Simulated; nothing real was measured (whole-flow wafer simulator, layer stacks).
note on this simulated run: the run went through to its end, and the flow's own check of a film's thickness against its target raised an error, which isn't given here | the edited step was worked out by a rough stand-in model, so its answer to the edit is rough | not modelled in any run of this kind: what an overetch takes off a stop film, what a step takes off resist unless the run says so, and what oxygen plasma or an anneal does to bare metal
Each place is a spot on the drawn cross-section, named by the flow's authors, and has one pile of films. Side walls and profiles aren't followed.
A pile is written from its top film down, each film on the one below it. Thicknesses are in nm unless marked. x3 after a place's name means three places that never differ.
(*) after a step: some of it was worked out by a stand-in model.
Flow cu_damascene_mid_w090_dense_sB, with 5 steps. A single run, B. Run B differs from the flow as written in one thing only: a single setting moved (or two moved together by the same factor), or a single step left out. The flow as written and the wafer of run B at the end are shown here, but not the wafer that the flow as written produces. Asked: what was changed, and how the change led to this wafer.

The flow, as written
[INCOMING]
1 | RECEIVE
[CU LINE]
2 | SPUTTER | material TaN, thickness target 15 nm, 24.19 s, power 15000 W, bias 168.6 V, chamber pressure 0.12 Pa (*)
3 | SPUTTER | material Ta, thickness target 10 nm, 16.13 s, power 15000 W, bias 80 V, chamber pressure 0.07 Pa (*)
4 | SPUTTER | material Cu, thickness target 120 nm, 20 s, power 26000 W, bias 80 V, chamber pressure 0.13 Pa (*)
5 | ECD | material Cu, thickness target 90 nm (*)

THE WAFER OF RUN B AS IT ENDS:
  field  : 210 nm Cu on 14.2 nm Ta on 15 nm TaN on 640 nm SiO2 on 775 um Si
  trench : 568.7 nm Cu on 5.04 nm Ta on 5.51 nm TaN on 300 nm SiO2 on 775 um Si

What caused this: step 3, SPUTTER: thickness target 14.2 nm was run, whereas the flow has thickness target 10 nm; step 3, SPUTTER: 22.99 s was run, where the flow has 16.13 s.
One can read it off the wafer: field has Ta 14.2, and step 3 as written asks for 10 nm.

Step by step, how the change led to this:
  3 | SPUTTER | material Ta, thickness target 10 nm, 16.13 s, power 15000 W, bias 80 V, chamber pressure 0.07 Pa (*)
      field: Ta gains 14.2 (new film) (as written it would have been: Ta gains 10 (new film))
      trench: Ta gains 5.04 (new film) (as written it would have been: Ta gains 3.55 (new film))
